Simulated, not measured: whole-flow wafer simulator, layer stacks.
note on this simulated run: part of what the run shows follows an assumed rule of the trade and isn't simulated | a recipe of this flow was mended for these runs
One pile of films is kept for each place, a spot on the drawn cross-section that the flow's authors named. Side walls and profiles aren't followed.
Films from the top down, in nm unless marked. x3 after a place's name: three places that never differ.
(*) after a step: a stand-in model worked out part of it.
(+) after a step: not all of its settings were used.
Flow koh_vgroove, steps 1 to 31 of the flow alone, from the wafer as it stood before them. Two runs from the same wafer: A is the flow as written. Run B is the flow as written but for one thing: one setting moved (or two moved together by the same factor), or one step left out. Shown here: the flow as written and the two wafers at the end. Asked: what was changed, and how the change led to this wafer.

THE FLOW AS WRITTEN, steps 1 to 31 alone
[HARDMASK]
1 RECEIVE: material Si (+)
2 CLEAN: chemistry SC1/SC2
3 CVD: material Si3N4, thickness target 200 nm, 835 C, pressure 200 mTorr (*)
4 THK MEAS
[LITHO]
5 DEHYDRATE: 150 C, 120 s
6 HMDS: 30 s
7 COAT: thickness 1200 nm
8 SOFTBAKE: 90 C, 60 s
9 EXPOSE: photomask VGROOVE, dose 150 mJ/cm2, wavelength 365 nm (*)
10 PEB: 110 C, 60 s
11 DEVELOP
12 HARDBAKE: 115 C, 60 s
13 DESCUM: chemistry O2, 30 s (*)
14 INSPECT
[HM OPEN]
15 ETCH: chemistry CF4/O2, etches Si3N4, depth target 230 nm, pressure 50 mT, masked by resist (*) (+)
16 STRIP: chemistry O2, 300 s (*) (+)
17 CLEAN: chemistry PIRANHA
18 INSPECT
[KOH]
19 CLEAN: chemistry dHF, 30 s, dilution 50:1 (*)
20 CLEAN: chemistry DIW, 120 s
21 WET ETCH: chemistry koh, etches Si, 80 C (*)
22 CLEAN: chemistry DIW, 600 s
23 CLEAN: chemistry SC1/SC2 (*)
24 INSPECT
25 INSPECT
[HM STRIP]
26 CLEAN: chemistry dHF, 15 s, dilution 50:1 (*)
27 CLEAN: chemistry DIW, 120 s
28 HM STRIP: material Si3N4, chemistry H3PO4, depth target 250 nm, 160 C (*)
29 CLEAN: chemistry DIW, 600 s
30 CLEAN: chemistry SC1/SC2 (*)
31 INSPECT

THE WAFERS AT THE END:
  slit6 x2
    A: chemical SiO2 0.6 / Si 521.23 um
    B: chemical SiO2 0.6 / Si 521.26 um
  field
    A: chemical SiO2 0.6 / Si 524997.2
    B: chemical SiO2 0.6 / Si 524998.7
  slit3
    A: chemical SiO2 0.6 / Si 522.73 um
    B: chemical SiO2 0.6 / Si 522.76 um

The cause: step 3, CVD: 851.4 C was run, where the flow has 835 C.

How the change led to this, step by step:
  3 CVD: material Si3N4, thickness target 200 nm, 835 C, pressure 200 mTorr (*)
      field, slit3, slit2, slit6 x2: A Si3N4 +200 (new film) | B Si3N4 +229.7 (new film)
  15 ETCH: chemistry CF4/O2, etches Si3N4, depth target 230 nm, pressure 50 mT, masked by resist (*) (+)
      slit3, slit2, slit6 x2: A Si3N4 -200 (all of it), chemical SiO2 -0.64 (all of it), Si -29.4 | B Si3N4 -229.7 (all of it), chemical SiO2 -0.31
  16 STRIP: chemistry O2, 300 s (*) (+)
      slit3, slit2, slit6 x2: A chemical SiO2 +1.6 (new film), Si -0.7 | B chemical SiO2 +1.27, Si -0.56
  28 HM STRIP: material Si3N4, chemistry H3PO4, depth target 250 nm, 160 C (*)
      field: A Si3N4 -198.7 (all of it), chemical SiO2 -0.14, Si -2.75 | B Si3N4 -228.4 (all of it), chemical SiO2 -0.14, Si -1.27
